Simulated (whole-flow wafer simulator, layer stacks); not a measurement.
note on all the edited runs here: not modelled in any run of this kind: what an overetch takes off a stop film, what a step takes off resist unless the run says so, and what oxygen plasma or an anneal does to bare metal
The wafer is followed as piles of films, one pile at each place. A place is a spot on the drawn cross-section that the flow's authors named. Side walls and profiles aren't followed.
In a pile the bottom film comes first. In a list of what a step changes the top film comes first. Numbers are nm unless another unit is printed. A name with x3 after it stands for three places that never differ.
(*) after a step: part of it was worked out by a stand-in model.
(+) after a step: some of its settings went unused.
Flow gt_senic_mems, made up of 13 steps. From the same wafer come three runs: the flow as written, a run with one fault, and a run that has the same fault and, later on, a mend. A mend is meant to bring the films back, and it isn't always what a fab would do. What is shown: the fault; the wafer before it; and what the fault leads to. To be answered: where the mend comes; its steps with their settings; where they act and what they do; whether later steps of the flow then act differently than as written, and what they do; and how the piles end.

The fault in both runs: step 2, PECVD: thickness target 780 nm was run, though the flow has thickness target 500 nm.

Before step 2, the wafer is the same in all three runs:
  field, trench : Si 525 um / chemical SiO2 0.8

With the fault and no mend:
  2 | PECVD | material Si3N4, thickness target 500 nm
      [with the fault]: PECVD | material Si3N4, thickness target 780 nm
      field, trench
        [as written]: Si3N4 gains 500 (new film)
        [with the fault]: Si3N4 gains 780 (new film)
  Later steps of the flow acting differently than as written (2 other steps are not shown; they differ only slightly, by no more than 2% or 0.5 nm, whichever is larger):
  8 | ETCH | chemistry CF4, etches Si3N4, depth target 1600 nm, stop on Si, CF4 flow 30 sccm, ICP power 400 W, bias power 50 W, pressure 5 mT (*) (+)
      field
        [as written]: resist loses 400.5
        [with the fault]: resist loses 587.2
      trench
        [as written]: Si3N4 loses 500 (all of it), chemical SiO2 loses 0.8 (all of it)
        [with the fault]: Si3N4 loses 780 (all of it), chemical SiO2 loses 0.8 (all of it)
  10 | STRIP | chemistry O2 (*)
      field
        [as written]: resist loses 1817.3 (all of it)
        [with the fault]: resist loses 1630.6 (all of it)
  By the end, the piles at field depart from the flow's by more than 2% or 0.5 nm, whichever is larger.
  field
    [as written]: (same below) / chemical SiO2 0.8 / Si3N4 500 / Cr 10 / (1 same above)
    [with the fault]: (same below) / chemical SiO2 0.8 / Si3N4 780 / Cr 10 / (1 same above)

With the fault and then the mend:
  After step 2 comes the mend.
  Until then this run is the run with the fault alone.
  2a | ETCH | chemistry h3po4, depth target 280 nm
      field, trench
        Si3N4 loses 280
  Every later step of the flow that is run acts as written at every place that is followed.
  By the end, the piles equal the flow's at every place that both follow.
